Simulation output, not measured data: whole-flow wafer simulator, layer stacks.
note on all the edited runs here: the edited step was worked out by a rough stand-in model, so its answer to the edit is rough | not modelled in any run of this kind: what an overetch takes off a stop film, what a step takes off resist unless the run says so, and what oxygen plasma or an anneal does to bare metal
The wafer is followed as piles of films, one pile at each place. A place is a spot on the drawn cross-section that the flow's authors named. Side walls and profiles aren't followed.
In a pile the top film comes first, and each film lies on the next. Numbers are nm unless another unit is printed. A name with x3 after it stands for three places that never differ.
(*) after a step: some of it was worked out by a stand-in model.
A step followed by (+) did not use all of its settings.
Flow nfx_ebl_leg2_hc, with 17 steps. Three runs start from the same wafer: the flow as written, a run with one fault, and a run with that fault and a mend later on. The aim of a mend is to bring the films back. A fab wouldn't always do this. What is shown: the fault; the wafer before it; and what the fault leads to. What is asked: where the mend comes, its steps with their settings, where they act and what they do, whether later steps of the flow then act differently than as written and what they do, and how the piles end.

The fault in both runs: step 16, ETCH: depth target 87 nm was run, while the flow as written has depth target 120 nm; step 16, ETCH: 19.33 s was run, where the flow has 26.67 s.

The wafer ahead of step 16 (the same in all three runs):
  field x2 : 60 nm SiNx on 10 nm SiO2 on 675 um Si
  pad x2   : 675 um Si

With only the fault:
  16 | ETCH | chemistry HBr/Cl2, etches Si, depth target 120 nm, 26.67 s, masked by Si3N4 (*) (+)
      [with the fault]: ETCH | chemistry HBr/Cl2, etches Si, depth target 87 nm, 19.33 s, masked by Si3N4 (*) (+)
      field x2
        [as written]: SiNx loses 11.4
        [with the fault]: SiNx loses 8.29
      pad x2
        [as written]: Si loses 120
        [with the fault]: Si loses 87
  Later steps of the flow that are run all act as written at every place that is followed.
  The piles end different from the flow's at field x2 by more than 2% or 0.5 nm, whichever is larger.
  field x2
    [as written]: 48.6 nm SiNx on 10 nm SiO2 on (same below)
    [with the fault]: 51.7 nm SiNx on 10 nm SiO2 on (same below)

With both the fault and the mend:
  After step 17 comes the mend.
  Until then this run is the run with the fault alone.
  17a | ETCH | chemistry HBr/Cl2, etches Si, depth target 33 nm, 7.333 s, masked by Si3N4 (*) (+) (a further turn of the flow's step 16, with different settings)
      field x2
        SiNx loses 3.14
      pad x2
        Si loses 33
  Later steps of the flow that are run all act as written at every place that is followed.
  At every place that both follow, the piles at the end match the flow's.
